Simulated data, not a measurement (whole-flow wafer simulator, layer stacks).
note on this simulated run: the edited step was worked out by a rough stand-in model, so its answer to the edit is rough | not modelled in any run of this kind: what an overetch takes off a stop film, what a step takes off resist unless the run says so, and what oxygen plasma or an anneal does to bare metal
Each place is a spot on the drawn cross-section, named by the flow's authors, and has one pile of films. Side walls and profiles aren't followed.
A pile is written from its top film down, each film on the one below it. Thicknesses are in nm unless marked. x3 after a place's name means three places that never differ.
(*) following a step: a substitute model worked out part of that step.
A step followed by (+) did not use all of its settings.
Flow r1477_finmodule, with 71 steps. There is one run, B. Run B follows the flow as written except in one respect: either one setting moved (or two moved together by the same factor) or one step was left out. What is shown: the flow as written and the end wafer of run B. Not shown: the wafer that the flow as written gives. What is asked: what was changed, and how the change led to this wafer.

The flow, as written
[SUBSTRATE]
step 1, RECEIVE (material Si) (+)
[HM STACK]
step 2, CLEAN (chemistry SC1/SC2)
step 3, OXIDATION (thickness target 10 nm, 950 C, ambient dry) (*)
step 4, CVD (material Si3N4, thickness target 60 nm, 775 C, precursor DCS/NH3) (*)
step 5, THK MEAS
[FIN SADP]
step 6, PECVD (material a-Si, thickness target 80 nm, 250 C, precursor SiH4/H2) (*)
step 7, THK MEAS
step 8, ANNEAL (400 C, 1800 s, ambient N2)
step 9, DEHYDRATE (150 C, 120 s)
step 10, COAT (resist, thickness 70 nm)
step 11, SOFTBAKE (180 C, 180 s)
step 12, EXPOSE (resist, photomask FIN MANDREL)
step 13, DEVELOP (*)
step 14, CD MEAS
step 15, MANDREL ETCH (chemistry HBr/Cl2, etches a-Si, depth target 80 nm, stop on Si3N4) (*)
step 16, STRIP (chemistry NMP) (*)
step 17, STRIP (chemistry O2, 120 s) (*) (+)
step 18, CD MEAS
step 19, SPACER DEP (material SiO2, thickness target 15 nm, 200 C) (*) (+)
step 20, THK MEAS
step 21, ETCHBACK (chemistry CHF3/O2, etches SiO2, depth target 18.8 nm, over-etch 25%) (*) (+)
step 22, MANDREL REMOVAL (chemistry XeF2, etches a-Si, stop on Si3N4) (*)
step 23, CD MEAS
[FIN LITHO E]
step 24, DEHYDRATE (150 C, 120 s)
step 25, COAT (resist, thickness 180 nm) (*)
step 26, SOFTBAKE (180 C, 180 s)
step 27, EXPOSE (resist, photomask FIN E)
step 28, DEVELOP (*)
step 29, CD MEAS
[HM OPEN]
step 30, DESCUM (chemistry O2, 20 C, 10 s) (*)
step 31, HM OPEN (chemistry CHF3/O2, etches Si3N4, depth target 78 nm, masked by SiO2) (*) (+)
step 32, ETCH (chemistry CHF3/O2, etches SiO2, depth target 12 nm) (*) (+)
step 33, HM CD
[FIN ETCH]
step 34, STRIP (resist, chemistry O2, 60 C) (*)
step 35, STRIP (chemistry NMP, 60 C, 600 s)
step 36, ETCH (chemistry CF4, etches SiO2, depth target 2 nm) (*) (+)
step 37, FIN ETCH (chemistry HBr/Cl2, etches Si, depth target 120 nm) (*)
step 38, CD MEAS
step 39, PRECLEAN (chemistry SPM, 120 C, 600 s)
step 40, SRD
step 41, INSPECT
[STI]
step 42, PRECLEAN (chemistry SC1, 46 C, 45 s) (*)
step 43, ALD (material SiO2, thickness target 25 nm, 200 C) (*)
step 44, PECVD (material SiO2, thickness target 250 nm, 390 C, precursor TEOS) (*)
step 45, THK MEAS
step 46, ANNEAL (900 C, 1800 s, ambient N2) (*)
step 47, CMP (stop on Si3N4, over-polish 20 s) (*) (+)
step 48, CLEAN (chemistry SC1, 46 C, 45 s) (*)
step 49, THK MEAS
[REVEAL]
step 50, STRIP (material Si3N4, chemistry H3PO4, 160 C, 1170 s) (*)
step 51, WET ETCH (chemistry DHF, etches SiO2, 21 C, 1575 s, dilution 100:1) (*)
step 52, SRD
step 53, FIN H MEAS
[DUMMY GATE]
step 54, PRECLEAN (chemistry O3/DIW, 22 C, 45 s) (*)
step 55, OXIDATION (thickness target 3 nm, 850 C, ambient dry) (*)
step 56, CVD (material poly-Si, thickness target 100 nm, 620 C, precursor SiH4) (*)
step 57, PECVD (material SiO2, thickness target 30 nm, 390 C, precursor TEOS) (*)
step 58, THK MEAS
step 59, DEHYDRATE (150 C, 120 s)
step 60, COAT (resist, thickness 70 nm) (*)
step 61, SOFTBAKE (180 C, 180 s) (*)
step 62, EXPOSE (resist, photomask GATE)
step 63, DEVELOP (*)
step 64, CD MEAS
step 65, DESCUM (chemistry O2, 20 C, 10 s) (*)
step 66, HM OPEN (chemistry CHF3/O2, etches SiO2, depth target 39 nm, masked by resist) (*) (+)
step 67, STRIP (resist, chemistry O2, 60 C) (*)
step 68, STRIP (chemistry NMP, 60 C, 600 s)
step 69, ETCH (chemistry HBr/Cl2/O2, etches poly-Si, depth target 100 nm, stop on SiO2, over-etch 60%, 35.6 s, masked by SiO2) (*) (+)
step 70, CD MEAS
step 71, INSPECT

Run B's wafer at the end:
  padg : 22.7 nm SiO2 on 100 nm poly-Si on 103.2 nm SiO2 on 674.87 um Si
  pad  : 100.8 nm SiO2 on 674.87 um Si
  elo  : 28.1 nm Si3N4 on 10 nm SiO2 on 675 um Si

Cause: step 69, ETCH: depth target 137.5 nm was run, though the flow has depth target 100 nm; step 69, ETCH: 49 s was run, where the flow has 35.6 s.

How this came from the change, step by step:
  step 69, ETCH (chemistry HBr/Cl2/O2, etches poly-Si, depth target 100 nm, stop on SiO2, over-etch 60%, 35.6 s, masked by SiO2) (*) (+)
      padg, elg, esg and 15 more: SiO2 loses 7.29 (it would be, as written: SiO2 loses 5.3)
      pad, eso, e40so and 8 more: chemical SiO2 loses 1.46 (all of it), poly-Si loses 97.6 (all of it), SiO2 loses 2.41 (it would be, as written: chemical SiO2 loses 1.46 (all of it), poly-Si loses 97.6 (all of it), SiO2 loses 0.42)
      (as well as at 7 more places)
